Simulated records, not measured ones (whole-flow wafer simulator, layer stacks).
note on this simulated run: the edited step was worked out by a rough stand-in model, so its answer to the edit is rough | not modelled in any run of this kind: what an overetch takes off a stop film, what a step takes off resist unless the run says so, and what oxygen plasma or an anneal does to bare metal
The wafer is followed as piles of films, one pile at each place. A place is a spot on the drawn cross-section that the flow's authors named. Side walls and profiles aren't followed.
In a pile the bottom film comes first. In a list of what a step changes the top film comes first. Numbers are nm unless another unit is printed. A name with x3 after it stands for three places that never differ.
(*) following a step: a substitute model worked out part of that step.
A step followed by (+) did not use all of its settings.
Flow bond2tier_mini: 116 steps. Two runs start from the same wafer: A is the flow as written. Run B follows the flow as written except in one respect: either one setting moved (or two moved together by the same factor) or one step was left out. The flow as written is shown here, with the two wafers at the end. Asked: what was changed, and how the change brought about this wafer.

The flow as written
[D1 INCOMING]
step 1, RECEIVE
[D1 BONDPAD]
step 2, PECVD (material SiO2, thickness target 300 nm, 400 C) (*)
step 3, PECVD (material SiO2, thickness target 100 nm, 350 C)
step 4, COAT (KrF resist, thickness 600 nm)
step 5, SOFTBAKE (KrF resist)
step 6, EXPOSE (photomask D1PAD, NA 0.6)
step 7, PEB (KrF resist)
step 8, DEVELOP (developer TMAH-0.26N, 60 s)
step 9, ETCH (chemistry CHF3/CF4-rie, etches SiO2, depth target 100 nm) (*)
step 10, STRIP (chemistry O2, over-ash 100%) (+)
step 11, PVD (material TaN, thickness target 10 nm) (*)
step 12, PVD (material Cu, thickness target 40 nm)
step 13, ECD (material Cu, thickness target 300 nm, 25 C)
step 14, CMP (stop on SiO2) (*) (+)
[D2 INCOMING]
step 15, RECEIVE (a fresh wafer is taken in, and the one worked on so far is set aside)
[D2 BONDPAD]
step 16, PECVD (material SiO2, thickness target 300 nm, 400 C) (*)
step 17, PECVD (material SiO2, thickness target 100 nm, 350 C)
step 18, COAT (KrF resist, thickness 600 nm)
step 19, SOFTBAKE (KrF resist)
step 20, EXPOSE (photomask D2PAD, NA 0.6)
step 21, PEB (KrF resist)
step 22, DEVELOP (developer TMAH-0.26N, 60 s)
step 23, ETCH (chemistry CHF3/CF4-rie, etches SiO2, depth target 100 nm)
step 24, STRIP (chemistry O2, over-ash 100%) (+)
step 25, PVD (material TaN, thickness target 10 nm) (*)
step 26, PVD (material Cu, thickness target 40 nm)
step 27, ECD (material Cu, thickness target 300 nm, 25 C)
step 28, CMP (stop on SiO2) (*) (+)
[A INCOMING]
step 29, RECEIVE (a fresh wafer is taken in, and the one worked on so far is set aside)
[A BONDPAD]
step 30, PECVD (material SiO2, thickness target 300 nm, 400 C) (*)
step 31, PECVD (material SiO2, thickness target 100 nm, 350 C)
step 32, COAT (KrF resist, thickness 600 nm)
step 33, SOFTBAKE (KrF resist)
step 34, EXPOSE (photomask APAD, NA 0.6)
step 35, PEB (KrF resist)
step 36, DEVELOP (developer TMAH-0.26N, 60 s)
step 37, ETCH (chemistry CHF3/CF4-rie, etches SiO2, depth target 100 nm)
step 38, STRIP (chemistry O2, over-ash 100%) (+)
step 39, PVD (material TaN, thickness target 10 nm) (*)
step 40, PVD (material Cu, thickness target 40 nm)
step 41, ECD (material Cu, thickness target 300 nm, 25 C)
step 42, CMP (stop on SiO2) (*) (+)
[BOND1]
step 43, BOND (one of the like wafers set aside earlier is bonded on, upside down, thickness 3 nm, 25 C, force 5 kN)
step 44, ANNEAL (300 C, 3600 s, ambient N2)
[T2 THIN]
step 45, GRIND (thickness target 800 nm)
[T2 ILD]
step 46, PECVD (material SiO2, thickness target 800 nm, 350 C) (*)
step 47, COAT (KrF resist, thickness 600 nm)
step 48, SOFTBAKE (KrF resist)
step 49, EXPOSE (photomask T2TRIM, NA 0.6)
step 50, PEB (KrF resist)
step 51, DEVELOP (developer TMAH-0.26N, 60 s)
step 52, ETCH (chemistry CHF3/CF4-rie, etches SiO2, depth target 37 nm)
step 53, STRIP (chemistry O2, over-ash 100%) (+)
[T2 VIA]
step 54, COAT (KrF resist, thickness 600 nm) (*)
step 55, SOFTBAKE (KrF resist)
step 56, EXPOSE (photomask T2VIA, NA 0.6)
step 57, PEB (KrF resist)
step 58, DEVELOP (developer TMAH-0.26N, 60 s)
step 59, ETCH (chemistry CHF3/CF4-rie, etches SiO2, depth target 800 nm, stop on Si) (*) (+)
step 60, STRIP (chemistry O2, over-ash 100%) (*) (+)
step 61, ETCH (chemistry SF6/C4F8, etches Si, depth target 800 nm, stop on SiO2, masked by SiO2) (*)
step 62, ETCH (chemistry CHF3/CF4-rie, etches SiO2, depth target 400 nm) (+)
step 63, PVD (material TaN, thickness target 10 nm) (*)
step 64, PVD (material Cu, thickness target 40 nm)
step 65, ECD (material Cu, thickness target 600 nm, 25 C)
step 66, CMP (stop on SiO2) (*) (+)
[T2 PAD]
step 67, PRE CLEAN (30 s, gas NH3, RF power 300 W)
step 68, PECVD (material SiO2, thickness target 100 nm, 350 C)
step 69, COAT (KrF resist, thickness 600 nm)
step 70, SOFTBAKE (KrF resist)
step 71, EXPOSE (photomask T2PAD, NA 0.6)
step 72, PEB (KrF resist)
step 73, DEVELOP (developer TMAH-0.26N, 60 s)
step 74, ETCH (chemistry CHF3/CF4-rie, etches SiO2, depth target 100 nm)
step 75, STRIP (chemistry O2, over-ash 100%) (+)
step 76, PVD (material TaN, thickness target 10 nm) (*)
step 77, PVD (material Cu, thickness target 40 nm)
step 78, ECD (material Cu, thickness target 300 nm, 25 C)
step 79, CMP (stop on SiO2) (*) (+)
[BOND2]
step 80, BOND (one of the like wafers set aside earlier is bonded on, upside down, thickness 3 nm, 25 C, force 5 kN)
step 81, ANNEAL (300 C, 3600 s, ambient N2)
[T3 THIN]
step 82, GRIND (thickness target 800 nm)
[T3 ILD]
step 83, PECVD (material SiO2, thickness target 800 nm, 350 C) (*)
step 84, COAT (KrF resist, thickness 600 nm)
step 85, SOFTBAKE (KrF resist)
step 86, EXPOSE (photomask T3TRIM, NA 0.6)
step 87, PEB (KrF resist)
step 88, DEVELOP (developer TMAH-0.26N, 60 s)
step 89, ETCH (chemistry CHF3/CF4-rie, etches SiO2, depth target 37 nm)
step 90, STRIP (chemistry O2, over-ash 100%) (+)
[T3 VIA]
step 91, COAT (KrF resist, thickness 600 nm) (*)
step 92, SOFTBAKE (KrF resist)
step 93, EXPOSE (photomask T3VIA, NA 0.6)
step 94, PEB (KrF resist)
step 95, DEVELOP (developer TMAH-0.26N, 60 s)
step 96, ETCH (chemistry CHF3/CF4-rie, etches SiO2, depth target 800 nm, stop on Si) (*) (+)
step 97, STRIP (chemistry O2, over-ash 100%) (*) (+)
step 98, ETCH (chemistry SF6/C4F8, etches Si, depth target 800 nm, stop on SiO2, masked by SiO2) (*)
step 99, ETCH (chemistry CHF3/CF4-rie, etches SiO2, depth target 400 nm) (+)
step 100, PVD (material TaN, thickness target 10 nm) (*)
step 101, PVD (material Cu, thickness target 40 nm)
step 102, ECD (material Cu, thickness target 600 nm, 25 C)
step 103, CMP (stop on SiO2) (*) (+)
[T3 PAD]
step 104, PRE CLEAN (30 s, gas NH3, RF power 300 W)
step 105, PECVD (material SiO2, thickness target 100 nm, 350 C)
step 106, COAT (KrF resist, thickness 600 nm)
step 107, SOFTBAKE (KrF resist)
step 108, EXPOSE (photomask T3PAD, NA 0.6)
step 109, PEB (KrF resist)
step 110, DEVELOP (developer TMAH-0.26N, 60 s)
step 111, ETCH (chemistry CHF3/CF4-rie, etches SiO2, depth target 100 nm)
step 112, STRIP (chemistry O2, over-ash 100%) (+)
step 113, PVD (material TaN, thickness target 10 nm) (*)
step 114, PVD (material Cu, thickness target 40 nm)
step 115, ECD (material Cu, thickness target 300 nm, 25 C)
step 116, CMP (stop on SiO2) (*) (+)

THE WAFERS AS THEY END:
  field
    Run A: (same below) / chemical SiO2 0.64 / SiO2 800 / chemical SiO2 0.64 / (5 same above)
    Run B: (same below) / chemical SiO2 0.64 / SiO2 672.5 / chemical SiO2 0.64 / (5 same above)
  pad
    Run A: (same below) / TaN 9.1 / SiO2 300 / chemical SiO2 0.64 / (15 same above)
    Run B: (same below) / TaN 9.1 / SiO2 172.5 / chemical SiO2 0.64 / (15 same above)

What caused this: step 2, PECVD: thickness target 172.5 nm was run, though the flow has thickness target 300 nm.
One can read it off the wafer: pad has SiO2 172.5, and step 2 as written asks for 300 nm.

Step by step, how the change led to this:
  step 2, PECVD (material SiO2, thickness target 300 nm, 400 C) (*)
      field, pad, via: A +300 SiO2 (new film) | B +172.5 SiO2 (new film)
  step 43, BOND (one of the like wafers set aside earlier is bonded on, upside down, thickness 3 nm, 25 C, force 5 kN)
      field: A +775 um Si (new film), +0.64 chemical SiO2 (new film), +400 SiO2 | B +775 um Si (new film), +0.64 chemical SiO2 (new film), +272.5 SiO2
      pad: A +775 um Si (new film), +0.64 chemical SiO2 (new film), +300 SiO2 (new film), +9.1 TaN (new film), +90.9 Cu | B +775 um Si (new film), +0.64 chemical SiO2 (new film), +172.5 SiO2 (new film), +9.1 TaN (new film), +90.9 Cu
      (as well as at 1 more place)
